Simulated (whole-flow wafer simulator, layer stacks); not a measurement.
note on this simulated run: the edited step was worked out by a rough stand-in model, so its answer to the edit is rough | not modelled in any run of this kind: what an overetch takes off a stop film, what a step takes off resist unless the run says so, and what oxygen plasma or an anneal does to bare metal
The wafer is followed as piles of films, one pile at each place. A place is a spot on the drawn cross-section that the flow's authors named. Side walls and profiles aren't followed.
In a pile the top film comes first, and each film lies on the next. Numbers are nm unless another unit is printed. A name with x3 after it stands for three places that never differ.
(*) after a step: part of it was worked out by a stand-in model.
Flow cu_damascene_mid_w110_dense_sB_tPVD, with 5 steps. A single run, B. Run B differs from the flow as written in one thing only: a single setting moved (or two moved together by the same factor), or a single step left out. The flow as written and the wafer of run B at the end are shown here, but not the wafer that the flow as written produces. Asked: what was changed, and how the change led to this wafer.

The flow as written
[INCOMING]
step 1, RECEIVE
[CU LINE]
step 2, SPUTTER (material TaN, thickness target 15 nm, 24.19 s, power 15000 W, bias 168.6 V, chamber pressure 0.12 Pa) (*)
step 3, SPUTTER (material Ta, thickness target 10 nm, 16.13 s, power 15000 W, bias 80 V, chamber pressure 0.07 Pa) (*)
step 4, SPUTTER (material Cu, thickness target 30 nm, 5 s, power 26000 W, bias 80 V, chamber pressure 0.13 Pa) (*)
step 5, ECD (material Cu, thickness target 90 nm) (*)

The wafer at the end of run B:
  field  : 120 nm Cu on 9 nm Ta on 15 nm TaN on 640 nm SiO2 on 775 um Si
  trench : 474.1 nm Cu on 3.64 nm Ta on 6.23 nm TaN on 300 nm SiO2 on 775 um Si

Cause: step 3, SPUTTER: 14.52 s was run, though the flow has 16.13 s.

The path from the change to this, step by step:
  step 3, SPUTTER (material Ta, thickness target 10 nm, 16.13 s, power 15000 W, bias 80 V, chamber pressure 0.07 Pa) (*)
      field: Ta gains 9 (new film) (as written it would have been: Ta gains 10 (new film))
